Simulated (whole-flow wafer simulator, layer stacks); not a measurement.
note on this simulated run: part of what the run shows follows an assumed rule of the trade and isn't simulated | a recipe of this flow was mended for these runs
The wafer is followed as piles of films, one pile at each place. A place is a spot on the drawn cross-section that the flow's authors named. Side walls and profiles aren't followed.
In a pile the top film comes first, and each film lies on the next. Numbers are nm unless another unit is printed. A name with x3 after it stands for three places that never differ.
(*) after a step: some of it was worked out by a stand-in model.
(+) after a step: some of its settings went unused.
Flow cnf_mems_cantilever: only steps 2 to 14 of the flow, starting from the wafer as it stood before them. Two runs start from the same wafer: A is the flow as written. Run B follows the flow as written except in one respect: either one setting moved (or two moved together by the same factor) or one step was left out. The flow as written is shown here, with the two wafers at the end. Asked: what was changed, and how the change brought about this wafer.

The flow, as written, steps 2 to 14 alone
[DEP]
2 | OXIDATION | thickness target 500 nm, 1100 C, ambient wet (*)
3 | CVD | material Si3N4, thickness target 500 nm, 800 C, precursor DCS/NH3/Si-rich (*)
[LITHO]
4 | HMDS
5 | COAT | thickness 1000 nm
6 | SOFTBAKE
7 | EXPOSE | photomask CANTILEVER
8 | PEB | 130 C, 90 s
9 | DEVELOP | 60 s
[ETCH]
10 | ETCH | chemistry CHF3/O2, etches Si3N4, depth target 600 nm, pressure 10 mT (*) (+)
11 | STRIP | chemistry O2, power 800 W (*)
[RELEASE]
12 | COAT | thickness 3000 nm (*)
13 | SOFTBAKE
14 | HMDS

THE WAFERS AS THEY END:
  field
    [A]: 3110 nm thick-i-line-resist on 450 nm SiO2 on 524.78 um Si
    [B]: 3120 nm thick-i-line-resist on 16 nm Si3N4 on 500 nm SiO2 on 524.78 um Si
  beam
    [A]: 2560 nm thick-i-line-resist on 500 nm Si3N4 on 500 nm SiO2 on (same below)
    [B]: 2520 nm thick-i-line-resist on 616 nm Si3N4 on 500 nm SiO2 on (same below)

What caused this: step 3, CVD: thickness target 616 nm was run, though the flow has thickness target 500 nm.
One can read it off the wafer: beam has Si3N4 616, and step 3 as written asks for 500 nm.

How this came from the change, step by step:
  3 | CVD | material Si3N4, thickness target 500 nm, 800 C, precursor DCS/NH3/Si-rich (*)
      field, beam: A Si3N4 gains 500 (new film) | B Si3N4 gains 616 (new film)
  10 | ETCH | chemistry CHF3/O2, etches Si3N4, depth target 600 nm, pressure 10 mT (*) (+)
      field: A Si3N4 loses 500 (all of it), SiO2 loses 50 | B Si3N4 loses 600
  13 | SOFTBAKE
      field: A thick-i-line-resist gains 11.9 | B thick-i-line-resist gains 13.2
      beam: A thick-i-line-resist loses 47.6 | B thick-i-line-resist loses 52.8
